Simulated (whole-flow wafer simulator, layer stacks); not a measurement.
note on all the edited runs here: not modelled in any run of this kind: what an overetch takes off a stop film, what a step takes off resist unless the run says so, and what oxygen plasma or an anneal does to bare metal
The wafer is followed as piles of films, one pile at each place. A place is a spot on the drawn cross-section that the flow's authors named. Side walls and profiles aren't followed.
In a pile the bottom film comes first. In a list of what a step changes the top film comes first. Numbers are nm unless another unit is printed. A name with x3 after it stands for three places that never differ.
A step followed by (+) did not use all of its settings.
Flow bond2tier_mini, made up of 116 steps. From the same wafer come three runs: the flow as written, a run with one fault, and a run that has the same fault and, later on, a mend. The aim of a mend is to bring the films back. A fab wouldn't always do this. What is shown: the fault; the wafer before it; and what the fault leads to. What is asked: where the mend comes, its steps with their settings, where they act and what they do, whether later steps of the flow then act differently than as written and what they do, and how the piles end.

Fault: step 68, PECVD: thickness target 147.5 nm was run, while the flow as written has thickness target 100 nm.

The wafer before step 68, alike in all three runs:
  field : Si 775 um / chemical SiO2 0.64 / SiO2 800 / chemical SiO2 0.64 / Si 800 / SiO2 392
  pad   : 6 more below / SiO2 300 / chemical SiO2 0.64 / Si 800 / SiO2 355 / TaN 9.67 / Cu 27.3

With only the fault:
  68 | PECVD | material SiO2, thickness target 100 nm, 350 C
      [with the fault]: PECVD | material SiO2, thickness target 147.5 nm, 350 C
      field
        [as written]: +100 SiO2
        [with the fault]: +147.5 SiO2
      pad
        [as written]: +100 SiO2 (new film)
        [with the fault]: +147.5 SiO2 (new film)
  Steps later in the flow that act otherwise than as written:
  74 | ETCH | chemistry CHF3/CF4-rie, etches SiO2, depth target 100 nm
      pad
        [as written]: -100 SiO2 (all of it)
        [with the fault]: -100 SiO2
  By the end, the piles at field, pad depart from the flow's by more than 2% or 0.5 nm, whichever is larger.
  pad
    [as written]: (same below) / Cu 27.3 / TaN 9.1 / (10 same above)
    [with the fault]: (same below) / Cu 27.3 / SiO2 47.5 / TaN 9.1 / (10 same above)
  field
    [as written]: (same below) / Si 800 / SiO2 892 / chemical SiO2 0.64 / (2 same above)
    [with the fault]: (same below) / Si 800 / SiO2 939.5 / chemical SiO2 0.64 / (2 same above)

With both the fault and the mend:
  The mend follows step 73.
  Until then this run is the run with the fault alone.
  73a | STRIP | chemistry O2, over-ash 100% (+)
      field
        -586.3 KrF resist (all of it)
  73b | ETCH | chemistry CHF3/CF4-rie, etches SiO2, depth target 47.5 nm (the flow's step 62, run once more with other settings)
      field, pad
        -47.5 SiO2
  73c | COAT | KrF resist, thickness 600 nm (the flow's step 69, run once more)
      field, pad
        +600 KrF resist (new film)
  73d | SOFTBAKE | KrF resist (the flow's step 70, run once more)
      alters no film at any place that is followed
  73e | EXPOSE | photomask T2PAD, NA 0.6 (the flow's step 71, run once more)
      alters no film at any place that is followed
  73f | PEB | KrF resist (the flow's step 72, run once more)
      alters no film at any place that is followed
  73g | DEVELOP | developer TMAH-0.26N, 60 s (the flow's step 73, run once more)
      field
        -13.7 KrF resist
      pad
        -600 KrF resist (all of it)
  Every later step of the flow that is run acts as written at every place that is followed.
  At every place that both follow, the piles at the end match the flow's.
